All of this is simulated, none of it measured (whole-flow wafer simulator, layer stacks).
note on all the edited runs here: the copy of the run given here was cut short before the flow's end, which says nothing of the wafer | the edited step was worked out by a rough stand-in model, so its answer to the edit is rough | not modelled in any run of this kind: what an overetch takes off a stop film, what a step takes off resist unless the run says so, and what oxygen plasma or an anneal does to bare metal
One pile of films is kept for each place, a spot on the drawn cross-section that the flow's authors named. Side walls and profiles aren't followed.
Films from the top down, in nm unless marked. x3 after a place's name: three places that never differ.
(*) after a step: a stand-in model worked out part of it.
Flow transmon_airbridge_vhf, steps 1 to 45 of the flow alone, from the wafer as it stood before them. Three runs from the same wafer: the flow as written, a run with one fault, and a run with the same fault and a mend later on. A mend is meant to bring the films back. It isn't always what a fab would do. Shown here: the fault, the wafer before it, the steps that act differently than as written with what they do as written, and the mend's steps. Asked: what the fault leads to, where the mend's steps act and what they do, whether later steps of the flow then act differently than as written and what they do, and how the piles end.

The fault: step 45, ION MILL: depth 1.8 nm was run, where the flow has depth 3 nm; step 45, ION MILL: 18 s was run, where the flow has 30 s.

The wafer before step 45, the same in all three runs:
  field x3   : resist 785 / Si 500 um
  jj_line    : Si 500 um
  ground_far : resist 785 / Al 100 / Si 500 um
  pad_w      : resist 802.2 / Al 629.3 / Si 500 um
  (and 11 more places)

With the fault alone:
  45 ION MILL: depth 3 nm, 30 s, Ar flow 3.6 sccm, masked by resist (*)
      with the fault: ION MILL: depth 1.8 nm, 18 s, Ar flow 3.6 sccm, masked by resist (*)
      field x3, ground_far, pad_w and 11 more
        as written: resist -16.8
        with the fault: resist -10.1
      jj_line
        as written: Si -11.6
        with the fault: Si -6.98
  No later step of the flow acts differently than as written at any place that is followed.
  At the end the piles differ from the flow's only slightly at the places that both follow, by at most 2% or 0.5 nm, whichever is larger.

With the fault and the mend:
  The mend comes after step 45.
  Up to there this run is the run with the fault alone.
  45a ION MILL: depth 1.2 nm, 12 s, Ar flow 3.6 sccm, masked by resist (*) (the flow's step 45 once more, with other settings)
      field x3, ground_far, pad_w and 11 more
        resist -6.71
      jj_line
        Si -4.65
  No later step of the flow acts differently than as written at any place that is followed.
  At the end the piles are the same as the flow's at every place that both follow.
